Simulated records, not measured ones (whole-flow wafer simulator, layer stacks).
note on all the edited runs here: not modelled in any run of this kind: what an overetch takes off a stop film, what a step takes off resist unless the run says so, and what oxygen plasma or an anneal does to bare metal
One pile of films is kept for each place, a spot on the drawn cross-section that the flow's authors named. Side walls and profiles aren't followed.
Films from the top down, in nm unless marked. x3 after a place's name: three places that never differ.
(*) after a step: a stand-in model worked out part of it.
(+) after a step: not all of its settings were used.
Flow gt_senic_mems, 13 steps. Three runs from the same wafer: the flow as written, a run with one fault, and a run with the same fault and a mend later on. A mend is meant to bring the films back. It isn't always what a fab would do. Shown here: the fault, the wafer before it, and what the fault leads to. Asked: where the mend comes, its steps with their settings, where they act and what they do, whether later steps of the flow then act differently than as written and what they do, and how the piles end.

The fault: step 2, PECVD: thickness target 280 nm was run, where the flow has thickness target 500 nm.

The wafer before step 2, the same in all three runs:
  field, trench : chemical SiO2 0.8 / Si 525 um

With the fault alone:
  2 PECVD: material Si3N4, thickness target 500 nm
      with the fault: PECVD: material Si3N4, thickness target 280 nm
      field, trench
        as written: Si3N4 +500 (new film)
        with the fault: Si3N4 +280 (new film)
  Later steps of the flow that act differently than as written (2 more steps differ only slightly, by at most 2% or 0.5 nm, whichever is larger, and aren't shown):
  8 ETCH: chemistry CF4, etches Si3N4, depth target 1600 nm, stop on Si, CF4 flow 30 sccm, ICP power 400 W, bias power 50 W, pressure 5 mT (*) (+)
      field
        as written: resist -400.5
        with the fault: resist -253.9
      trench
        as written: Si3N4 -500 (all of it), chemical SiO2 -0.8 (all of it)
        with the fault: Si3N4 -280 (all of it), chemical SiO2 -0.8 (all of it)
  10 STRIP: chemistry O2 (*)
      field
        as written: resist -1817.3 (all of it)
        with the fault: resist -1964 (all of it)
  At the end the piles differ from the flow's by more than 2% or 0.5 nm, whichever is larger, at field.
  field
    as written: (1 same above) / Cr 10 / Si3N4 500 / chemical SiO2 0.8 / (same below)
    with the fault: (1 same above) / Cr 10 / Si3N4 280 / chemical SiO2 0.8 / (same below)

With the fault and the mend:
  The mend comes after step 2.
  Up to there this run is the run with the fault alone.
  2a PECVD: material Si3N4, thickness target 220 nm (the flow's step 2 once more, with other settings)
      field, trench
        Si3N4 +220
  No later step of the flow acts differently than as written at any place that is followed.
  At the end the piles are the same as the flow's at every place that both follow.
